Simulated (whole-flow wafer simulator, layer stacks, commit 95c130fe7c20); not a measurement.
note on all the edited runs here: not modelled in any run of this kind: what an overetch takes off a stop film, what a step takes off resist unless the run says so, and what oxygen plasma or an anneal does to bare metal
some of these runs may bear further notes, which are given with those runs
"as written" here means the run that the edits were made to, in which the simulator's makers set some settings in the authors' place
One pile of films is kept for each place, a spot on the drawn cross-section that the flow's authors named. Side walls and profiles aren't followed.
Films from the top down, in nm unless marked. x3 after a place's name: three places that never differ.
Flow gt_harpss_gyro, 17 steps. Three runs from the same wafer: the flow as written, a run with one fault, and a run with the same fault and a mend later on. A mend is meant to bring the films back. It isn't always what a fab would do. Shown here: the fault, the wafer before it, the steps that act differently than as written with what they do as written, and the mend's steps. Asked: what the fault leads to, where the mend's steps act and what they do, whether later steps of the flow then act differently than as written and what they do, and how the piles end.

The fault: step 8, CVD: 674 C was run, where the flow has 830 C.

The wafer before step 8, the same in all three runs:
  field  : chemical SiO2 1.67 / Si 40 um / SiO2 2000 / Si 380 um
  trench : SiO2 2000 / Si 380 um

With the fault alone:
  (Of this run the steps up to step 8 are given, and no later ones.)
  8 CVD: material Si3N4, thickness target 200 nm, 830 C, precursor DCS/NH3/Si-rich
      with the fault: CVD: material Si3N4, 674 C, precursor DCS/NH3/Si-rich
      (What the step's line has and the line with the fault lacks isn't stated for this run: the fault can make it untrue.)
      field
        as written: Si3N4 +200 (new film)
        with the fault: Si3N4 +15.1 (new film)
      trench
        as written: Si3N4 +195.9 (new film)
        with the fault: Si3N4 +15.1 (new film)
  After step 8 the piles differ from the flow's by more than 2% or 0.5 nm, whichever is larger, at field, trench.
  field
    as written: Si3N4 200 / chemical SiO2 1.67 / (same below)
    with the fault: Si3N4 15.1 / chemical SiO2 1.67 / (same below)
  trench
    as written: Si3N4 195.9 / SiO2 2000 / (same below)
    with the fault: Si3N4 15.1 / SiO2 2000 / (same below)

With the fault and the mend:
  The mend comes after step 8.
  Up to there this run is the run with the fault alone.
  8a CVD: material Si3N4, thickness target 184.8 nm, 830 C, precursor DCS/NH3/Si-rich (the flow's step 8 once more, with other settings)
      field
        Si3N4 +184.8
      trench
        Si3N4 +181
  No later step of the flow acts differently than as written at any place that is followed.
  At the end the piles differ from the flow's only slightly at the places that both follow, by at most 2% or 0.5 nm, whichever is larger.
